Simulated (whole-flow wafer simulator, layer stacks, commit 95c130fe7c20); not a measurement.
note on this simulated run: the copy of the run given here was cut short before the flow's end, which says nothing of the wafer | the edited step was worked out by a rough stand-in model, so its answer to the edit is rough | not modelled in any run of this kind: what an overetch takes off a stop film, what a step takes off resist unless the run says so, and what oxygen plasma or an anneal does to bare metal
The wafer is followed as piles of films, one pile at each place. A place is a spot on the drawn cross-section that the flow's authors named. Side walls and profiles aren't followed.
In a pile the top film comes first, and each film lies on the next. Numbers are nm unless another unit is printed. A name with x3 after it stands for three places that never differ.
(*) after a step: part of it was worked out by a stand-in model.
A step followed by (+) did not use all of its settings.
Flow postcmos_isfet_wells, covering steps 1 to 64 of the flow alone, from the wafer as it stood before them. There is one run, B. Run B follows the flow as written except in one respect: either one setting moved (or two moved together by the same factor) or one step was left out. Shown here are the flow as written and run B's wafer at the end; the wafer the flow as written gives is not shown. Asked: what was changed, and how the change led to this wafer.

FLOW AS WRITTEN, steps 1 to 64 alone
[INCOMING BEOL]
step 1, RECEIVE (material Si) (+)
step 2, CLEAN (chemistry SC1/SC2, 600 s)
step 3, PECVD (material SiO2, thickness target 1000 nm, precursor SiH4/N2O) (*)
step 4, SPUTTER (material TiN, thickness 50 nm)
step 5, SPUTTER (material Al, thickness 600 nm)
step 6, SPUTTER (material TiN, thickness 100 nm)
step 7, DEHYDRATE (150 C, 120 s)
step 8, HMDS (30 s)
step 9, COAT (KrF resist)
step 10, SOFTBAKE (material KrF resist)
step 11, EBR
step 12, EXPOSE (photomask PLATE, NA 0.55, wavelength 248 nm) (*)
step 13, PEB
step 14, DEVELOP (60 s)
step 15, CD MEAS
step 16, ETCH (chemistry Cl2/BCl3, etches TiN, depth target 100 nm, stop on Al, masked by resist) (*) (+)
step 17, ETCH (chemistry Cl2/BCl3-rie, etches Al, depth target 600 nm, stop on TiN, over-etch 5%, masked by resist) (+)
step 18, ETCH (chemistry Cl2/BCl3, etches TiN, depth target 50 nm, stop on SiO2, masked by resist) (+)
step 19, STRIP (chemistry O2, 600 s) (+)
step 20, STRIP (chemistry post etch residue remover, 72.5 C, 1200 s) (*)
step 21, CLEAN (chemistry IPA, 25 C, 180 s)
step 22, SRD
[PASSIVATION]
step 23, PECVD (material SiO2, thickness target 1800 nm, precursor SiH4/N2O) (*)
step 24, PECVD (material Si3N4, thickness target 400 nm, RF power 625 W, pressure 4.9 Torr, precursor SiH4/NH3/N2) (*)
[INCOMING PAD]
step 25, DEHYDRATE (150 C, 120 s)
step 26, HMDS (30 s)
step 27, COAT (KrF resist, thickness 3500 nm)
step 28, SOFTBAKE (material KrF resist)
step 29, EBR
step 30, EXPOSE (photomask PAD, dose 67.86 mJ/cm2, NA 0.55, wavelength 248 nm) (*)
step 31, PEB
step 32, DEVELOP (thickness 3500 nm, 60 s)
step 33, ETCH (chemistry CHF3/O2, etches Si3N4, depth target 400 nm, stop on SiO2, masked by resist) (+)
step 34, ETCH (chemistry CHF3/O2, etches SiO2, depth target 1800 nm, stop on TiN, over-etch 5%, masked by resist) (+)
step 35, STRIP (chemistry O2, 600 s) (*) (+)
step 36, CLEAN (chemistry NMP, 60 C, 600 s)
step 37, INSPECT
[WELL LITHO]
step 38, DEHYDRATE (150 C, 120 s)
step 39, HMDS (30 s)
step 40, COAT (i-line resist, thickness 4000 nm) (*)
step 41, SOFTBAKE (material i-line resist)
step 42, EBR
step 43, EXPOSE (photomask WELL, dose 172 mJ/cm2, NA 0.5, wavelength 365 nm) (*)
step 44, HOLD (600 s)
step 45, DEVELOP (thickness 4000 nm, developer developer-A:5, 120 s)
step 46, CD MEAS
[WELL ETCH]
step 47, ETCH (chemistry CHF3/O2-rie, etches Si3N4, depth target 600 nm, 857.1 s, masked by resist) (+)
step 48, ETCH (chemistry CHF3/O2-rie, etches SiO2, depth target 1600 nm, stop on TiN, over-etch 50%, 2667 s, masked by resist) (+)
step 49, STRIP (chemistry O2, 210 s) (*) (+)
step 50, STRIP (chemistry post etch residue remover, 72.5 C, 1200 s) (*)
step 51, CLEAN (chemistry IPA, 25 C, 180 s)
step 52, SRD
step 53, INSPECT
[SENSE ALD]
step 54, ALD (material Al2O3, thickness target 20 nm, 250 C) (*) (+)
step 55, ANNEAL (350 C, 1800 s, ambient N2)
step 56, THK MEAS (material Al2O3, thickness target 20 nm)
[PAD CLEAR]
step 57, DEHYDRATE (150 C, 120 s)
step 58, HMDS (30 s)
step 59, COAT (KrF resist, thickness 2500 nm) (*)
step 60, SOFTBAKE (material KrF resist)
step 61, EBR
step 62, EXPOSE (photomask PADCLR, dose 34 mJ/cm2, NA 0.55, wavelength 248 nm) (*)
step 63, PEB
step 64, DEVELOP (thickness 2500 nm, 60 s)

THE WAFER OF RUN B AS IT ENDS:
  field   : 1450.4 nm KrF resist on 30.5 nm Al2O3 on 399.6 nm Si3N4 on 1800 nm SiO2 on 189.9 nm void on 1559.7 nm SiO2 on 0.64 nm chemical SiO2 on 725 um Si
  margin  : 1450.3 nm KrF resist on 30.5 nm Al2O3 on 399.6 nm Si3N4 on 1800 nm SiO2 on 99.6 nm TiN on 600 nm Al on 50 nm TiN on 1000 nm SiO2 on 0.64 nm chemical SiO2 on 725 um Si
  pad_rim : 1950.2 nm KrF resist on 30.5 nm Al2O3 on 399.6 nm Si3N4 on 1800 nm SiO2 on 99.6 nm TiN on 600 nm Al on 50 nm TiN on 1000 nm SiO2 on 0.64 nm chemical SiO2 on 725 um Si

Cause: step 54, ALD: thickness target 30.5 nm was run, whereas the flow has thickness target 20 nm.
The wafer lets one read it off: field has Al2O3 30.5, and step 54 as written asks for 20 nm.

How this came from the change, step by step:
  step 54, ALD (material Al2O3, thickness target 20 nm, 250 C) (*) (+)
      field, margin, well900, well1300 x3, pad_rim, pad_clr, pad_open: Al2O3 gains 30.5 (new film) (it would be, as written: Al2O3 gains 20 (new film))
